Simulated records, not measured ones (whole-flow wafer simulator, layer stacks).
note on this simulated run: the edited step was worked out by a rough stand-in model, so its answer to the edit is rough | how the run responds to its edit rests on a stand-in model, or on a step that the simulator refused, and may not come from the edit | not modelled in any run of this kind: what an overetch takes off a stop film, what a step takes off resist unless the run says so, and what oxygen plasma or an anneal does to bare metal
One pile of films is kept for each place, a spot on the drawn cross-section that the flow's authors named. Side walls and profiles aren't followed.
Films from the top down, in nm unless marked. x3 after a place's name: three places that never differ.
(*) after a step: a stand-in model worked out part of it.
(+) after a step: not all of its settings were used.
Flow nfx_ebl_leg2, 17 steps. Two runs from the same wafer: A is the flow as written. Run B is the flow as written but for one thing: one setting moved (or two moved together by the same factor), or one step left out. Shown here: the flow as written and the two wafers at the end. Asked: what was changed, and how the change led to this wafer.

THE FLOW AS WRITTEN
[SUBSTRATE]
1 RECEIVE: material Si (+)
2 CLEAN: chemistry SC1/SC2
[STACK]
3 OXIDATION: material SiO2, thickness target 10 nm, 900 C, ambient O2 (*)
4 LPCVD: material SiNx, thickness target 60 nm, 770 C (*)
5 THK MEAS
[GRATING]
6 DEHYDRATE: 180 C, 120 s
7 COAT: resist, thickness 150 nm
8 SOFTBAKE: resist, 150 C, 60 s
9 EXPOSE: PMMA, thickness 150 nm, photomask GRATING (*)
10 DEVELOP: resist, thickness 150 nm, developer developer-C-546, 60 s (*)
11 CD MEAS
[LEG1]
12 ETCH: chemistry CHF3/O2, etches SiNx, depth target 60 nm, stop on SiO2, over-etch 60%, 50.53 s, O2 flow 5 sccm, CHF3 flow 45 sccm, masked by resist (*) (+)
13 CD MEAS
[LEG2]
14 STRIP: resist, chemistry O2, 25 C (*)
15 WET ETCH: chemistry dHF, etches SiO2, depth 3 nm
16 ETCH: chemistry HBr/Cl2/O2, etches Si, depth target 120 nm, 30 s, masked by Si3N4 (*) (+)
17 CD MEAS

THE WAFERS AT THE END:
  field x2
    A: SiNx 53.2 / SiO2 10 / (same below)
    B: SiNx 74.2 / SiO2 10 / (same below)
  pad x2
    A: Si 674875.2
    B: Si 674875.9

The cause: step 4, LPCVD: thickness target 81 nm was run, where the flow has thickness target 60 nm.

How the change led to this, step by step:
  4 LPCVD: material SiNx, thickness target 60 nm, 770 C (*)
      field x2, pad x2: A SiNx +60 (new film) | B SiNx +81 (new film)
  12 ETCH: chemistry CHF3/O2, etches SiNx, depth target 60 nm, stop on SiO2, over-etch 60%, 50.53 s, O2 flow 5 sccm, CHF3 flow 45 sccm, masked by resist (*) (+)
      pad x2: A SiNx -60 (all of it), SiO2 -10 (all of it) | B SiNx -81 (all of it), SiO2 -7.5
  14 STRIP: resist, chemistry O2, 25 C (*)
      pad x2: A chemical SiO2 +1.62 (new film), Si -0.71 | B nothing
  15 WET ETCH: chemistry dHF, etches SiO2, depth 3 nm
      pad x2: A chemical SiO2 -1.62 (all of it) | B SiO2 -2.5 (all of it)
